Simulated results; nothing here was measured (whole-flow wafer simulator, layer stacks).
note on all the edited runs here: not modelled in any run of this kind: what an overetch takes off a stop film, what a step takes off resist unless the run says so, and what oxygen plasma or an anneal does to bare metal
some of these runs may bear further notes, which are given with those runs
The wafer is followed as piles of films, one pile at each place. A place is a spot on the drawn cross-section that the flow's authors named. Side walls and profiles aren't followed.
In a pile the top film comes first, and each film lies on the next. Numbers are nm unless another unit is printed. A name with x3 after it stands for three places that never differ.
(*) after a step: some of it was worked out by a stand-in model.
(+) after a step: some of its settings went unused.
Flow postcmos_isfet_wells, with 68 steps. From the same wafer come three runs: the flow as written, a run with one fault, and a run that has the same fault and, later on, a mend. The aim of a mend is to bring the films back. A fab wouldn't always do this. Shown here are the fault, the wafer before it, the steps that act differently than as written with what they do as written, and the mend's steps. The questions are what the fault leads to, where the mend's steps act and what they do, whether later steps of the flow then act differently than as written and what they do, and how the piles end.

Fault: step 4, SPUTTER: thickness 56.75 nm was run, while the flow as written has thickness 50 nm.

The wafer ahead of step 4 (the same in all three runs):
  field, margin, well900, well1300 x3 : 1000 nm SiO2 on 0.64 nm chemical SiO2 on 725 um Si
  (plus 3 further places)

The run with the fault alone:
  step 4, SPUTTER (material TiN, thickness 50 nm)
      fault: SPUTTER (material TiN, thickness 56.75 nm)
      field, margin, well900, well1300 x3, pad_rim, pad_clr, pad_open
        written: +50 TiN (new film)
        fault: +56.8 TiN (new film)
  Steps later in the flow that act otherwise than as written (1 more step, not shown, differs only slightly: by at most 2% or 0.5 nm, whichever is larger):
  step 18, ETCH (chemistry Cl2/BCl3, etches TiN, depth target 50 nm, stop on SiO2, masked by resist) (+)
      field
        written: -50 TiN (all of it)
        fault: -50 TiN
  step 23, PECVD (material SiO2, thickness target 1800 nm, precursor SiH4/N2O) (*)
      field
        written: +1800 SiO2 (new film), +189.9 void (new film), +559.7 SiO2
        fault: +1800 SiO2 (new film), +190.2 void (new film), +559.8 SiO2 (new film)
  The piles end different from the flow's at field, margin, well900, well1300 x3, pad_rim, pad_clr, pad_open by more than 2% or 0.5 nm, whichever is larger.
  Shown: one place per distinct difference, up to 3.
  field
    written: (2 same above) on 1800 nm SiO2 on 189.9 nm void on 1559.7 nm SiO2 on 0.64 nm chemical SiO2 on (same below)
    fault: (2 same above) on 1800 nm SiO2 on 190.2 nm void on 559.8 nm SiO2 on 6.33 nm TiN on 1000 nm SiO2 on 0.64 nm chemical SiO2 on (same below)
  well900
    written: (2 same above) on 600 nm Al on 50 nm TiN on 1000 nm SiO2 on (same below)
    fault: (2 same above) on 600 nm Al on 56.8 nm TiN on 1000 nm SiO2 on (same below)
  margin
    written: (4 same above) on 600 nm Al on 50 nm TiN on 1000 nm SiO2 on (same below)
    fault: (4 same above) on 600 nm Al on 56.8 nm TiN on 1000 nm SiO2 on (same below)

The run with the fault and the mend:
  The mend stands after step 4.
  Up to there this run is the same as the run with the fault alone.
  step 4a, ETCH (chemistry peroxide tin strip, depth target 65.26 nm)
      field, margin, well900, well1300 x3, pad_rim, pad_clr, pad_open
        -56.8 TiN (all of it)
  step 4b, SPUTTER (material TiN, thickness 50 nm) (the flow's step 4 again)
      field, margin, well900, well1300 x3, pad_rim, pad_clr, pad_open
        +50 TiN (new film)
  Every later step of the flow that is run acts as written at every place that is followed.
  By the end, the piles equal the flow's at every place that both follow.
